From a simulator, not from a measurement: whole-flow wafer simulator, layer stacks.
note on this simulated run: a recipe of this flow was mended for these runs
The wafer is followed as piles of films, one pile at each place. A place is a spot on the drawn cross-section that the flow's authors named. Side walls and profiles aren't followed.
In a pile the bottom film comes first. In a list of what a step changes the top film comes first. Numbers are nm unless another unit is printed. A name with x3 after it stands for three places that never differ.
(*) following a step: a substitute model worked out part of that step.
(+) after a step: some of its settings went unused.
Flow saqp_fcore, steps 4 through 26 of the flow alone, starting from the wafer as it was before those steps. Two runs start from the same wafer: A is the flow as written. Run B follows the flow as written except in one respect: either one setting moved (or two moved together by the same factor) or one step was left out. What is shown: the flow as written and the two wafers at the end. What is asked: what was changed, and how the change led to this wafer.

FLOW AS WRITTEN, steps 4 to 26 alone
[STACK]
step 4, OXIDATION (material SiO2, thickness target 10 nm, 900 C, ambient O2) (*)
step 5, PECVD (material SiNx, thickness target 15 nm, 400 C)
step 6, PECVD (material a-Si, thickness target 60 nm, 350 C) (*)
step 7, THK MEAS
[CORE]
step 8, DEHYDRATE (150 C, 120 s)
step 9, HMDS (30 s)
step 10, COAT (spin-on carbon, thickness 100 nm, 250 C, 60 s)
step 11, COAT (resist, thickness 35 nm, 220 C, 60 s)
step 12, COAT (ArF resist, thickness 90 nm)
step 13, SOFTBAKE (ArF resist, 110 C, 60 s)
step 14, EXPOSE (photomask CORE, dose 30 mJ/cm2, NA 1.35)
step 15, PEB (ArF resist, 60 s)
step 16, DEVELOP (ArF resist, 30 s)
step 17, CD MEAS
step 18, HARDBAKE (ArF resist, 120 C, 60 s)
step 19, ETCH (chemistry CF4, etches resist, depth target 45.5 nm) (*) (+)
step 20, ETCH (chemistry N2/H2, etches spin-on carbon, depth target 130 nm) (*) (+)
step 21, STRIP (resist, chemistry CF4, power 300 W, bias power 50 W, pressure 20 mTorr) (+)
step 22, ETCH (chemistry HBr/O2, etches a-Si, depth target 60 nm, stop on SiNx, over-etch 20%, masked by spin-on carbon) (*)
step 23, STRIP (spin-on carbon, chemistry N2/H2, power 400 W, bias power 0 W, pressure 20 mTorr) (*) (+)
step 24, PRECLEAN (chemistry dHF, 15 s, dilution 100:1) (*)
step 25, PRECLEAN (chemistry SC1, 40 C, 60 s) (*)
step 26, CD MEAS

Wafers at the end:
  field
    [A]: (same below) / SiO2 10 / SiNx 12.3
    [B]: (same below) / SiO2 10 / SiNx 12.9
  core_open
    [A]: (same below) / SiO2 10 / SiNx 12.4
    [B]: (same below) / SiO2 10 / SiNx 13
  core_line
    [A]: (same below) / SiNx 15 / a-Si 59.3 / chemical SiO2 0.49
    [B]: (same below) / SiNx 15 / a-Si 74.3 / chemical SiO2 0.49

What caused this: step 6, PECVD: thickness target 75 nm was run, while the flow as written has thickness target 60 nm.

How this came from the change, step by step:
  step 6, PECVD (material a-Si, thickness target 60 nm, 350 C) (*)
      field, core_open, core_line: A +60 a-Si (new film) | B +75 a-Si (new film)
  step 22, ETCH (chemistry HBr/O2, etches a-Si, depth target 60 nm, stop on SiNx, over-etch 20%, masked by spin-on carbon) (*)
      field: A -36.8 a-Si (all of it), -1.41 SiNx | B -51.8 a-Si (all of it), -0.81 SiNx
      core_open: A -39.4 a-Si (all of it), -1.3 SiNx | B -54.4 a-Si (all of it), -0.7 SiNx
      (as well as at 1 more place)
  step 23, STRIP (spin-on carbon, chemistry N2/H2, power 400 W, bias power 0 W, pressure 20 mTorr) (*) (+)
      core_line: A -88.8 spin-on carbon (all of it) | B -85.2 spin-on carbon (all of it)
